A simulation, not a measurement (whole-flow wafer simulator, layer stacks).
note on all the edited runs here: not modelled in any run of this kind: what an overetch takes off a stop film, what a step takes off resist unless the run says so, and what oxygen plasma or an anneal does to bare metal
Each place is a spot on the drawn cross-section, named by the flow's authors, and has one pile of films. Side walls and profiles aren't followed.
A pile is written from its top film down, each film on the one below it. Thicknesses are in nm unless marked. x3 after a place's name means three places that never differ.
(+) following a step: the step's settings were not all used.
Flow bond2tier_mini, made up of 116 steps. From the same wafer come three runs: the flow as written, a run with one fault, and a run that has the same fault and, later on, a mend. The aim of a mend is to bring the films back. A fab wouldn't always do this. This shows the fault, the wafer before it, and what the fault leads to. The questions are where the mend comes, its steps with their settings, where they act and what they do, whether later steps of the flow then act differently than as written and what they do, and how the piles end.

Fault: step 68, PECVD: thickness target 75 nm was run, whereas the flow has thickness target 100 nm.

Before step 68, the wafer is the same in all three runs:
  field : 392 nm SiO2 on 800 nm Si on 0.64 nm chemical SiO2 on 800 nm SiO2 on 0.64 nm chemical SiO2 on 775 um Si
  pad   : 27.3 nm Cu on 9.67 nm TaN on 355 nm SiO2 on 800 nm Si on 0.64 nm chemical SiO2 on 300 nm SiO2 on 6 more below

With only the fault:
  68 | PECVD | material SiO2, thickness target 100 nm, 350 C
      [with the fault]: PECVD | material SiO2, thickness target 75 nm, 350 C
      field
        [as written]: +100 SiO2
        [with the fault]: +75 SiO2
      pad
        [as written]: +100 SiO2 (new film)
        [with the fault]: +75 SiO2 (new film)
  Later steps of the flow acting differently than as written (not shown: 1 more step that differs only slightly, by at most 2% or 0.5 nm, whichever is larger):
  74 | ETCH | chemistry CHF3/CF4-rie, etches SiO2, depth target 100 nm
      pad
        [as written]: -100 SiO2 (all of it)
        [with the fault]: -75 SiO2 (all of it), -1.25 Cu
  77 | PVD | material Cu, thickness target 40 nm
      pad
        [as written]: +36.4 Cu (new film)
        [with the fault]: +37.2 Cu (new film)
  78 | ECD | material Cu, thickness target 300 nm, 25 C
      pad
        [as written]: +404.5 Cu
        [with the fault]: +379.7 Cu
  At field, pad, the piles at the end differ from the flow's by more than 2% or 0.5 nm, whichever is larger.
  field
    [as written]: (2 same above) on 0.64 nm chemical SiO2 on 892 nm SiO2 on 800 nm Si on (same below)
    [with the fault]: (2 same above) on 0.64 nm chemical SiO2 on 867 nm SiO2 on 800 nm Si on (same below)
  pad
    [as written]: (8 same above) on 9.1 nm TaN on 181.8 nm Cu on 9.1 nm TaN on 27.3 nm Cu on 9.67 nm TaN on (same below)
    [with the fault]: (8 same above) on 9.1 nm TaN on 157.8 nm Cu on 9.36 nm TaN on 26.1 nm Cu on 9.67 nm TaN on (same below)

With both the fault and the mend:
  The mend follows step 73.
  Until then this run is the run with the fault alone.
  73a | STRIP | chemistry O2, over-ash 100% (+)
      field
        -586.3 KrF resist (all of it)
  73b | PECVD | material SiO2, thickness target 25 nm, 350 C (a further turn of the flow's step 68, with different settings)
      field, pad
        +25 SiO2
  73c | COAT | KrF resist, thickness 600 nm (a further turn of the flow's step 69)
      field, pad
        +600 KrF resist (new film)
  73d | SOFTBAKE | KrF resist (a further turn of the flow's step 70)
      leaves every film unchanged at each place that is followed
  73e | EXPOSE | photomask T2PAD, NA 0.6 (a further turn of the flow's step 71)
      leaves every film unchanged at each place that is followed
  73f | PEB | KrF resist (a further turn of the flow's step 72)
      leaves every film unchanged at each place that is followed
  73g | DEVELOP | developer TMAH-0.26N, 60 s (a further turn of the flow's step 73)
      field
        -13.7 KrF resist
      pad
        -600 KrF resist (all of it)
  Later steps of the flow that are run all act as written at every place that is followed.
  At every place that both follow, the piles at the end match the flow's.
